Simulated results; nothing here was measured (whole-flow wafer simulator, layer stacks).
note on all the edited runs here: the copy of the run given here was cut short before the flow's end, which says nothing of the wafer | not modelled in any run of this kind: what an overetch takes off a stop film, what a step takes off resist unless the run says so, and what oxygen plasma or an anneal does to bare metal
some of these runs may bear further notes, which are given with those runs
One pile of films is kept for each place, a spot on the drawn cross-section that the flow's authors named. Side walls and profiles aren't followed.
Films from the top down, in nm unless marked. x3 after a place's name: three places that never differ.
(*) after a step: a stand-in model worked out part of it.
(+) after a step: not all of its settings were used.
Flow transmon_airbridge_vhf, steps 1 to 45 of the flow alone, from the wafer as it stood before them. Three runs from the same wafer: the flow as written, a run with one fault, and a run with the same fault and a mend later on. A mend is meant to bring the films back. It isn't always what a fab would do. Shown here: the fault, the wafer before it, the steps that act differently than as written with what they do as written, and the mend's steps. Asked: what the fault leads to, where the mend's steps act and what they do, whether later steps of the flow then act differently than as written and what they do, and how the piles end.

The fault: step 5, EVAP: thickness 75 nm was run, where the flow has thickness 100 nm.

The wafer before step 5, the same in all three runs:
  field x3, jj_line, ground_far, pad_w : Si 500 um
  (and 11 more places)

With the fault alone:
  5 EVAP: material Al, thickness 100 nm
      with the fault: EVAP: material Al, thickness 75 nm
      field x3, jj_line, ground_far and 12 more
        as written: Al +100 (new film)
        with the fault: Al +75 (new film)
  Later steps of the flow that act differently than as written (19 more steps differ only slightly, by at most 2% or 0.5 nm, whichever is larger, and aren't shown):
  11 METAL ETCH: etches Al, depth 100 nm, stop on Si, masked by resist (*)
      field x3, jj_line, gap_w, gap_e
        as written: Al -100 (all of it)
        with the fault: Al -75 (all of it)
  At the end the piles differ from the flow's by more than 2% or 0.5 nm, whichever is larger, at ground_far, pad_w, flank_w and 8 more.
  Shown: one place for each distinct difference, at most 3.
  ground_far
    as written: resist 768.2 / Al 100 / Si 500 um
    with the fault: resist 768.2 / Al 75 / Si 500 um
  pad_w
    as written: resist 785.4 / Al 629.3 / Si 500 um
    with the fault: resist 786.6 / Al 604.3 / Si 500 um
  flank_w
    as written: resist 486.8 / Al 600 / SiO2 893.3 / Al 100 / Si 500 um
    with the fault: resist 492 / Al 600 / SiO2 893.2 / Al 75 / Si 500 um

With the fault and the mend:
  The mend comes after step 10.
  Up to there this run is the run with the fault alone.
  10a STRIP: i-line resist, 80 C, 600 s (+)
      ground_far, pad_w, flank_w and 8 more
        i-line resist -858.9 (all of it)
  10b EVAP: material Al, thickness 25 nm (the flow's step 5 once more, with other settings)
      field x3, jj_line, ground_far and 12 more
        Al +25
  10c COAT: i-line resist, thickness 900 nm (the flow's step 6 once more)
      field x3, jj_line, ground_far and 12 more
        i-line resist +900 (new film)
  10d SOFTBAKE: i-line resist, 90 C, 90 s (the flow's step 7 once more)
      changes no film at any place that is followed
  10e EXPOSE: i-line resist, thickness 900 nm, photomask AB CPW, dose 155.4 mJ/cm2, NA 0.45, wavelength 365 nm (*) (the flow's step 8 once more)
      changes no film at any place that is followed
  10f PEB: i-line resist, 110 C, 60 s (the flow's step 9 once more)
      field x3, jj_line, ground_far and 12 more
        i-line resist -41
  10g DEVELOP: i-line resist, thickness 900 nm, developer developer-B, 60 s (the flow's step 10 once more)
      ground_far, pad_w, flank_w and 8 more
        i-line resist -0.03
      field x3, jj_line, gap_w, gap_e
        i-line resist -859 (all of it)
  No later step of the flow acts differently than as written at any place that is followed.
  At the end the piles are the same as the flow's at every place that both follow.
